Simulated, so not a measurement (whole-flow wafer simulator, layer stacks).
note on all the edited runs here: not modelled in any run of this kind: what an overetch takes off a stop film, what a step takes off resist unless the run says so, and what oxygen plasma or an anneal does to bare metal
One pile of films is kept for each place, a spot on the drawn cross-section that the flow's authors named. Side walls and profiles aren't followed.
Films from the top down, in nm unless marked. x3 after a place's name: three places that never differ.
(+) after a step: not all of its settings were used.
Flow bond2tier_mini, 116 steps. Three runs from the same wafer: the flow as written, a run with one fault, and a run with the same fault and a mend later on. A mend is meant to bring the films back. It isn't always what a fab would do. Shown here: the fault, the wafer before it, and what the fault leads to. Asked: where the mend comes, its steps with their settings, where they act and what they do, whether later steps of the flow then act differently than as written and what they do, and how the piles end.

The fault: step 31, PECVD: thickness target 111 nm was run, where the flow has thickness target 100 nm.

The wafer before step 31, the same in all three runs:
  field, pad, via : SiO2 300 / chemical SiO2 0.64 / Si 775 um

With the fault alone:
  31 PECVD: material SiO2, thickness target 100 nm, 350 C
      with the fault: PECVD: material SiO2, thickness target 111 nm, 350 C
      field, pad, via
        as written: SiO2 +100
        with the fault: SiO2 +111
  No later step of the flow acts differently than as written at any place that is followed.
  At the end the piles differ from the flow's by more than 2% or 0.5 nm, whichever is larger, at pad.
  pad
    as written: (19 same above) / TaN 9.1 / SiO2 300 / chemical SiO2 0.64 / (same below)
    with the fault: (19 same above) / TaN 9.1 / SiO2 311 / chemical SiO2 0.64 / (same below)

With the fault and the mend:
  The mend comes after step 36.
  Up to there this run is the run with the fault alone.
  36a STRIP: chemistry O2, over-ash 100% (+)
      field
        KrF resist -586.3 (all of it)
  36b ETCH: chemistry CHF3/CF4-rie, etches SiO2, depth target 11 nm
      field, pad, via
        SiO2 -11
  36c COAT: KrF resist, thickness 600 nm (the flow's step 32 once more)
      field, pad, via
        KrF resist +600 (new film)
  36d SOFTBAKE: KrF resist (the flow's step 33 once more)
      changes no film at any place that is followed
  36e EXPOSE: photomask APAD, NA 0.6 (the flow's step 34 once more)
      changes no film at any place that is followed
  36f PEB: KrF resist (the flow's step 35 once more)
      changes no film at any place that is followed
  36g DEVELOP: developer TMAH-0.26N, 60 s (the flow's step 36 once more)
      pad, via
        KrF resist -600 (all of it)
      field
        KrF resist -13.7
  No later step of the flow acts differently than as written at any place that is followed.
  At the end the piles are the same as the flow's at every place that both follow.
